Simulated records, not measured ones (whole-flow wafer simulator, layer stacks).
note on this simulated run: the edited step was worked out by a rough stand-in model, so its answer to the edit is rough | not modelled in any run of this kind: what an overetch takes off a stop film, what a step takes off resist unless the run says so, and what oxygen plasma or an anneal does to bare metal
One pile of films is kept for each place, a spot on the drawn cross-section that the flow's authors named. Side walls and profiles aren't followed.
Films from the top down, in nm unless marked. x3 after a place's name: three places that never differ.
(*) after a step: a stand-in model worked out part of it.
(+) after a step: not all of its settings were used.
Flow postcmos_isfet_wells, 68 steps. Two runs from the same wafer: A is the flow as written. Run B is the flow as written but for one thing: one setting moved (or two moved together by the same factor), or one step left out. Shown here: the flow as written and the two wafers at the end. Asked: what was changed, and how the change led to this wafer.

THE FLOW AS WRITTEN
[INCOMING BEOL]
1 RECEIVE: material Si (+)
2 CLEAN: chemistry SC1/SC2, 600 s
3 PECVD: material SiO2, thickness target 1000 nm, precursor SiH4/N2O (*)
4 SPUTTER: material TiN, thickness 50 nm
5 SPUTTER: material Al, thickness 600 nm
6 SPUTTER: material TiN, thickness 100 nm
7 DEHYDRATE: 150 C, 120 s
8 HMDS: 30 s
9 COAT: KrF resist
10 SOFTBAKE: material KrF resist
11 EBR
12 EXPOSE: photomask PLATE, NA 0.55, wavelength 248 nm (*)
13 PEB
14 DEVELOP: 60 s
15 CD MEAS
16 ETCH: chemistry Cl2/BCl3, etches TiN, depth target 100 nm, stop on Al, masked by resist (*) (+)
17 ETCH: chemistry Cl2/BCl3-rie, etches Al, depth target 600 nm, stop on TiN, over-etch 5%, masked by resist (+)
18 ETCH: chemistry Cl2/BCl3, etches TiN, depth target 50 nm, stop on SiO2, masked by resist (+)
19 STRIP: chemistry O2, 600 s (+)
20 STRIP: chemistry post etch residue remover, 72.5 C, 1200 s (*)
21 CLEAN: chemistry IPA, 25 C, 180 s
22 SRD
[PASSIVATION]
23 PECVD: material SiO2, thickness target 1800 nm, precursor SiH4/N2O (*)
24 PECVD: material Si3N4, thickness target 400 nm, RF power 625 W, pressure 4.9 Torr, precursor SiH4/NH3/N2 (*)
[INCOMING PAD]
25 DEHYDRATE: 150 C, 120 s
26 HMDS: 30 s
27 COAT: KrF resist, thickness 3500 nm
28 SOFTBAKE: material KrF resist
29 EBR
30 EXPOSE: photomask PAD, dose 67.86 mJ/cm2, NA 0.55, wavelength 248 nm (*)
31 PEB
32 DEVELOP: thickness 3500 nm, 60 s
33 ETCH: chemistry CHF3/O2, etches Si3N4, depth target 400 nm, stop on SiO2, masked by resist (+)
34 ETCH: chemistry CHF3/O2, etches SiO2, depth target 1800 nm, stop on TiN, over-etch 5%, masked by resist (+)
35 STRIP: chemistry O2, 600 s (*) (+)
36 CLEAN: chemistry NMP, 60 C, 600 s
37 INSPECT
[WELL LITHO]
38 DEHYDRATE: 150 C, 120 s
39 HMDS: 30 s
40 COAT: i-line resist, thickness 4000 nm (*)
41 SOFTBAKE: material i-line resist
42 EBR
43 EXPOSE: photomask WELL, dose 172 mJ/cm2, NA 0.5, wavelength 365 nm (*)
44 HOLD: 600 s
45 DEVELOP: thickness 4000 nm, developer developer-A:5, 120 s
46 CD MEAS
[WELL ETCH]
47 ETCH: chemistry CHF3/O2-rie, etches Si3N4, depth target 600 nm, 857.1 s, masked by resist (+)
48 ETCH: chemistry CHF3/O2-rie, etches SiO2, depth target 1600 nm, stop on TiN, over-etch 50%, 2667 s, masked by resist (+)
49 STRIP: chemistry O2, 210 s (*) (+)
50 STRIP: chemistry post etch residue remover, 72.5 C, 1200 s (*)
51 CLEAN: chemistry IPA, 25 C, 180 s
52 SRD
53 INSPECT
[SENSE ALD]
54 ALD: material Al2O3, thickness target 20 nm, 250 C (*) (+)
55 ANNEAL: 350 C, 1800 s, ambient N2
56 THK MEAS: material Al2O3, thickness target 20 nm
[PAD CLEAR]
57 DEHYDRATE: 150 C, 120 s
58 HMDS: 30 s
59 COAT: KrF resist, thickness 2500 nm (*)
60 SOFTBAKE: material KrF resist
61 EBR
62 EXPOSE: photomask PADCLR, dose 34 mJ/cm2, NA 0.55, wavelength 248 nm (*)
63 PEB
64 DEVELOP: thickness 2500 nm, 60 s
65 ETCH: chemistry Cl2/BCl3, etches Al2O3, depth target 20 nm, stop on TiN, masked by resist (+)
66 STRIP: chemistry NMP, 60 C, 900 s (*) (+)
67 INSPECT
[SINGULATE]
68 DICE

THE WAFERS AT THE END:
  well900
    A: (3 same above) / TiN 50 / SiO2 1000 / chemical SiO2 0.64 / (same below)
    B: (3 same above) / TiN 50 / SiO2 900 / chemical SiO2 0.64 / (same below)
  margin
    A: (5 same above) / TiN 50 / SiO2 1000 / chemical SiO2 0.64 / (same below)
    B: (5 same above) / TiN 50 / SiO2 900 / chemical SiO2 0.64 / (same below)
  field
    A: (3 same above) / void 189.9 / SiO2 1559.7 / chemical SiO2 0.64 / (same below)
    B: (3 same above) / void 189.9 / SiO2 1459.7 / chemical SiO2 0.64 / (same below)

The cause: step 3, PECVD: thickness target 900 nm was run, where the flow has thickness target 1000 nm.
It can be read off the wafer: well900 has SiO2 900, and step 3 as written asks for 1000 nm.

How the change led to this, step by step:
  3 PECVD: material SiO2, thickness target 1000 nm, precursor SiH4/N2O (*)
      field, margin, well900, well1300 x3, pad_rim, pad_clr, pad_open: A SiO2 +1000 (new film) | B SiO2 +900 (new film)
